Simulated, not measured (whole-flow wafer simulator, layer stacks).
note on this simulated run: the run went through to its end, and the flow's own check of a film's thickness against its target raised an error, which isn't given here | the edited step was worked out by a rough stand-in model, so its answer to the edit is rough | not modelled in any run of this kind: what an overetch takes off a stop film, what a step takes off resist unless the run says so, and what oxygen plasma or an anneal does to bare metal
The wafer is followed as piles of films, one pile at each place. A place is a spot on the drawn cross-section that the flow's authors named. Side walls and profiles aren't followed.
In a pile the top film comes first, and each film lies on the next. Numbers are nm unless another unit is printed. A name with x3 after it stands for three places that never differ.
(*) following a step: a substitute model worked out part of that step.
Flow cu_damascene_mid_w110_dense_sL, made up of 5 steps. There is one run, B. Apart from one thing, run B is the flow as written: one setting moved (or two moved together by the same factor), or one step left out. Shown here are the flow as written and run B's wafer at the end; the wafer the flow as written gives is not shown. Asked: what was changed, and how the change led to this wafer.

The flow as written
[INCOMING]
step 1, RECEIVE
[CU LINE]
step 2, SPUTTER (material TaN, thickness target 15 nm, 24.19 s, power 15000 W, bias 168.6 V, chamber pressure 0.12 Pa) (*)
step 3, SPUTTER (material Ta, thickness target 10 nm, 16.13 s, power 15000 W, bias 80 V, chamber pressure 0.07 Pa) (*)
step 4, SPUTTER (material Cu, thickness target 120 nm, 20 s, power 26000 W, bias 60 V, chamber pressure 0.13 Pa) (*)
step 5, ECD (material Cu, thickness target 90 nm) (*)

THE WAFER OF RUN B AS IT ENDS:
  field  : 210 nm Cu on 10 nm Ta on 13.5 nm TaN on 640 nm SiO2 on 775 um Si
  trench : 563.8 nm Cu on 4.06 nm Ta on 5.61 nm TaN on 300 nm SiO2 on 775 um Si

The reason: step 2, SPUTTER: thickness target 13.5 nm was run, whereas the flow has thickness target 15 nm; step 2, SPUTTER: 21.77 s was run, where the flow has 24.19 s.
One can read it off the wafer: field has TaN 13.5, and step 2 as written asks for 15 nm.

How this came from the change, step by step:
  step 2, SPUTTER (material TaN, thickness target 15 nm, 24.19 s, power 15000 W, bias 168.6 V, chamber pressure 0.12 Pa) (*)
      field: TaN gains 13.5 (new film) (as written it would have been: TaN gains 15 (new film))
      trench: TaN gains 5.61 (new film) (as written it would have been: TaN gains 6.23 (new film))
